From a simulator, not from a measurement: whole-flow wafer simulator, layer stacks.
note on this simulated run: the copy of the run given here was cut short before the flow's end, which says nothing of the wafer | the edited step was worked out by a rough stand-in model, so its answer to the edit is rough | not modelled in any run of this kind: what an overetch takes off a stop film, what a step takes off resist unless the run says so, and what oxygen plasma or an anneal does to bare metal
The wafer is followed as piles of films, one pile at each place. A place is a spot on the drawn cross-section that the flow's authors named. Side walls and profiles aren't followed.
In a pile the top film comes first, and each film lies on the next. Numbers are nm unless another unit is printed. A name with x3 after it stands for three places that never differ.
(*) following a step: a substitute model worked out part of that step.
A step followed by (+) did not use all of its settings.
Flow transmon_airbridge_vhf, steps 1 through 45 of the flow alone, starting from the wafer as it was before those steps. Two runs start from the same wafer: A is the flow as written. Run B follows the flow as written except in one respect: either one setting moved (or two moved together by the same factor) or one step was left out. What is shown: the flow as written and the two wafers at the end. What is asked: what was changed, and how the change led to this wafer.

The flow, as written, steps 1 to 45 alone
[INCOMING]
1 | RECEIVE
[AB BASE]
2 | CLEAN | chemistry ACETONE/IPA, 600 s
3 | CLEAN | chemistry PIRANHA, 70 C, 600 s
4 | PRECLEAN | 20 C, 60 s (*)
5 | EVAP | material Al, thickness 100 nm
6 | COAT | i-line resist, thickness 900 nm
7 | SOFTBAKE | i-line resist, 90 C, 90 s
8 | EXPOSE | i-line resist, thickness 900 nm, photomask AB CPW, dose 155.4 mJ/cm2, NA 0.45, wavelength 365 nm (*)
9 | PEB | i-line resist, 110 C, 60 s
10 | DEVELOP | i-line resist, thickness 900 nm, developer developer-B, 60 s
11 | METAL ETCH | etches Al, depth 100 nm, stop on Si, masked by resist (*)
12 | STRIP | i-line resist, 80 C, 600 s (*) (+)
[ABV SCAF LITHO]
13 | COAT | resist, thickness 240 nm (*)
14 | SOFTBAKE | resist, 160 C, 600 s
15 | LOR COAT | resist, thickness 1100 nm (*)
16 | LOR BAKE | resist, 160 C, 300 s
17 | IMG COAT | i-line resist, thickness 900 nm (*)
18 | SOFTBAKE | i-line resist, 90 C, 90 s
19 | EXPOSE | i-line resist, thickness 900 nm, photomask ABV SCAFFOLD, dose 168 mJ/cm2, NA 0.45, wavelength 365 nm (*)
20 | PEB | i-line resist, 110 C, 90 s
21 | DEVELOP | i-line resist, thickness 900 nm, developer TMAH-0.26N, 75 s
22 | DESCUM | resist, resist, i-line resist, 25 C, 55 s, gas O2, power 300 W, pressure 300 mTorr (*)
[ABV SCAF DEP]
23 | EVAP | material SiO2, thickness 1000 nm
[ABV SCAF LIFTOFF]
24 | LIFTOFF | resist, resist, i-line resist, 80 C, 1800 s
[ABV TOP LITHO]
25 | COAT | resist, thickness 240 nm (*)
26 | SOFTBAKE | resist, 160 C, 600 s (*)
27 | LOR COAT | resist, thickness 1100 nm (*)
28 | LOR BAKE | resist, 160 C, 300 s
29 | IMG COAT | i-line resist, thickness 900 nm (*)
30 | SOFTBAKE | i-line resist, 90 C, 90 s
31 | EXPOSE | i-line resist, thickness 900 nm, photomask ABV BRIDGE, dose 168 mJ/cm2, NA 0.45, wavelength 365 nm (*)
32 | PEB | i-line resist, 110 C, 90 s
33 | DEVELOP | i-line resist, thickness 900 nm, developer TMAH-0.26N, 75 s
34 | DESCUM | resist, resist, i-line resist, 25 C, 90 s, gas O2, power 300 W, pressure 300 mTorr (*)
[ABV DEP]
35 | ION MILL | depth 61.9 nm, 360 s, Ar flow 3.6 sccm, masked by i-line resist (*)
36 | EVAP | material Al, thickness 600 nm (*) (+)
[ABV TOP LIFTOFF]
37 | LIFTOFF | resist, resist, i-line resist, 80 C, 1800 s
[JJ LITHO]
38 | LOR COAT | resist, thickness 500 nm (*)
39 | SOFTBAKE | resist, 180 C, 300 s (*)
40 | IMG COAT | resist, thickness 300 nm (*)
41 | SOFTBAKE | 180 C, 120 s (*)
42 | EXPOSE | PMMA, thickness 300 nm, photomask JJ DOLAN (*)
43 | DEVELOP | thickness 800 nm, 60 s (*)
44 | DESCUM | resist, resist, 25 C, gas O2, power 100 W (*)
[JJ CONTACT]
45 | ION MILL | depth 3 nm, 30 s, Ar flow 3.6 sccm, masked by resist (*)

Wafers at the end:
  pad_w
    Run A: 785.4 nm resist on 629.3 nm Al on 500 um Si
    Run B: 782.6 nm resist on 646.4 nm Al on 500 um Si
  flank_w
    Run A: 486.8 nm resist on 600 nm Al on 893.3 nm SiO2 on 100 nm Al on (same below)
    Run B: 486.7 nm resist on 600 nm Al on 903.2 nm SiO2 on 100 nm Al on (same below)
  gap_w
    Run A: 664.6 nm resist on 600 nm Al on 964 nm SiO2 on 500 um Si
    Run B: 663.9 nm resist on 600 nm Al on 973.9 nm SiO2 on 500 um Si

What caused this: step 35, ION MILL: depth 44.9 nm was run, while the flow as written has depth 61.9 nm; step 35, ION MILL: 261 s was run, where the flow has 360 s.

Step by step, how the change led to this:
  35 | ION MILL | depth 61.9 nm, 360 s, Ar flow 3.6 sccm, masked by i-line resist (*)
      field x3, jj_line, ground_far, trace_open_s x2, margin_s, margin_n: A i-line resist loses 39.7 | B i-line resist loses 28.8
      flank_w, gap_w, cpw_trace, gap_e, flank_e, bridge_strip: A SiO2 loses 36 | B SiO2 loses 26.1
      (also at 2 further places)
  37 | LIFTOFF | resist, resist, i-line resist, 80 C, 1800 s
      margin_s, margin_n: A Al loses 600 (all of it), i-line resist loses 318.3 (all of it), resist loses 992 (all of it) | B Al loses 600 (all of it), i-line resist loses 329.2 (all of it), resist loses 992 (all of it)
